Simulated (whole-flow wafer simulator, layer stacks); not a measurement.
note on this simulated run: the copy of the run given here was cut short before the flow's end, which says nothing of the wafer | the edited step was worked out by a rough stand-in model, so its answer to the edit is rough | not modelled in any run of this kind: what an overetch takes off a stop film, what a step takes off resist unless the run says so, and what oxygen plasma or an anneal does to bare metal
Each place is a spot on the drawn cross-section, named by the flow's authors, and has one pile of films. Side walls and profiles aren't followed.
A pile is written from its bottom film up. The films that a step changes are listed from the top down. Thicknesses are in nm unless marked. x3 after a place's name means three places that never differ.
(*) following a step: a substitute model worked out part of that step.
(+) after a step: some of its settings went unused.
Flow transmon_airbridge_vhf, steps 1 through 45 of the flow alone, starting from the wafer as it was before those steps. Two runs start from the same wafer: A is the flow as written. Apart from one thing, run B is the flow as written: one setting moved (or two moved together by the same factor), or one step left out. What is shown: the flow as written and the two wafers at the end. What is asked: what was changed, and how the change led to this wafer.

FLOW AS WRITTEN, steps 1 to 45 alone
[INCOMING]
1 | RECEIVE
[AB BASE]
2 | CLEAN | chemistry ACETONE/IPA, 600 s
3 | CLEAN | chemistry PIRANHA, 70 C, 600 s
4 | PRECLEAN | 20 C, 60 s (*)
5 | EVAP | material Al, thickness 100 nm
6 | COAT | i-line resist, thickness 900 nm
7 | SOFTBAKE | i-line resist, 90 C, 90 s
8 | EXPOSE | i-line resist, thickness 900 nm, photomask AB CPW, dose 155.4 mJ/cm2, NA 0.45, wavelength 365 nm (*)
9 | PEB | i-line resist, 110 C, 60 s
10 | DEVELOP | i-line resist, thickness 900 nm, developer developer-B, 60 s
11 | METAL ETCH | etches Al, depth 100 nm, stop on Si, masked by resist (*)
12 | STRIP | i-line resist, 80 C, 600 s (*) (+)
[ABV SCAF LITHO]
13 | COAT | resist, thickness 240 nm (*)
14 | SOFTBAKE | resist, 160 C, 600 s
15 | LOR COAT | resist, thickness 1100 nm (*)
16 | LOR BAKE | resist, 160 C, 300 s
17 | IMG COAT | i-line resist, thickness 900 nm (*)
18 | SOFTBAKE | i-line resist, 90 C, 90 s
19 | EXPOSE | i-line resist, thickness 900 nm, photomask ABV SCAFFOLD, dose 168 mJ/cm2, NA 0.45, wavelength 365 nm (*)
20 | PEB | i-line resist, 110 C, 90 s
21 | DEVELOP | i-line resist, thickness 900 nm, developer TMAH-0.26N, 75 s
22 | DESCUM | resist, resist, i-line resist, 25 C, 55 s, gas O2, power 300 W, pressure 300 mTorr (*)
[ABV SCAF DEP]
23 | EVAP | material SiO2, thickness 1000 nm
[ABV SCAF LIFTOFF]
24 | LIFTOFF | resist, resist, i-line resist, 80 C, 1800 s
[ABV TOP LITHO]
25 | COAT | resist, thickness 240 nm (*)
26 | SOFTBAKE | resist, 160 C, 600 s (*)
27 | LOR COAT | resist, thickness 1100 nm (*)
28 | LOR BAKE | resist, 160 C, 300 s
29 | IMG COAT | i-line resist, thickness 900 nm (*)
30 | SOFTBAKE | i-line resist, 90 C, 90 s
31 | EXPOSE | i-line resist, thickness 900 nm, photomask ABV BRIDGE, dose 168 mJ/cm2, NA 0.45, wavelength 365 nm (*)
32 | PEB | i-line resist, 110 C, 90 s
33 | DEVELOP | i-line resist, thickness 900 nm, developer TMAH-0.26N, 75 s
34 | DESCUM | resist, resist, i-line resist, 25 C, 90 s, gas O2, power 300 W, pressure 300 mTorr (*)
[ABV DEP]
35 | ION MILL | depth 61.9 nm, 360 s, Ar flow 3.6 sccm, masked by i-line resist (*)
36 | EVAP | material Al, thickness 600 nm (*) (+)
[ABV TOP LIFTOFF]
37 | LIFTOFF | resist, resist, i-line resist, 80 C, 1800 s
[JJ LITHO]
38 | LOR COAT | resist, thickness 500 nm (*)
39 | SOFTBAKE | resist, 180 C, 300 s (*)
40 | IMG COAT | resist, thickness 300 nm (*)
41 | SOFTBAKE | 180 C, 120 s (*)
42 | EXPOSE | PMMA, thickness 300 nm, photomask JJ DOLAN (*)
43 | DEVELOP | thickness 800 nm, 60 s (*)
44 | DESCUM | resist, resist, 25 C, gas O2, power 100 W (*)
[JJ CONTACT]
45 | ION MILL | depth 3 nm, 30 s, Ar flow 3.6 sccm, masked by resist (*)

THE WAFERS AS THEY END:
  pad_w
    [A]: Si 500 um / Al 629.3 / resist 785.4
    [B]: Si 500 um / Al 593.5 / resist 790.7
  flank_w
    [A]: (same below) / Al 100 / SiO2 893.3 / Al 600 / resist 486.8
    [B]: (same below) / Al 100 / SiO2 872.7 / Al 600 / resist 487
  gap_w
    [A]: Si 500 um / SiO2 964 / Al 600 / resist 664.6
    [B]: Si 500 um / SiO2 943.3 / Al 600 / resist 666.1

Cause: step 35, ION MILL: 567 s was run, while the flow as written has 360 s.

How this came from the change, step by step:
  35 | ION MILL | depth 61.9 nm, 360 s, Ar flow 3.6 sccm, masked by i-line resist (*)
      field x3, jj_line, ground_far, trace_open_s x2, margin_s, margin_n: A -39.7 i-line resist | B -62.6 i-line resist
      flank_w, gap_w, cpw_trace, gap_e, flank_e, bridge_strip: A -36 SiO2 | B -56.7 SiO2
      (as well as at 2 more places)
  37 | LIFTOFF | resist, resist, i-line resist, 80 C, 1800 s
      field x3, jj_line, trace_open_s x2: A -600 Al (all of it), -600 i-line resist (all of it), -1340 resist (all of it) | B -600 Al (all of it), -577.1 i-line resist (all of it), -1340 resist (all of it)
      margin_s, margin_n: A -600 Al (all of it), -318.3 i-line resist (all of it), -992 resist (all of it) | B -600 Al (all of it), -295.4 i-line resist (all of it), -992 resist (all of it)
      (as well as at 1 more place)
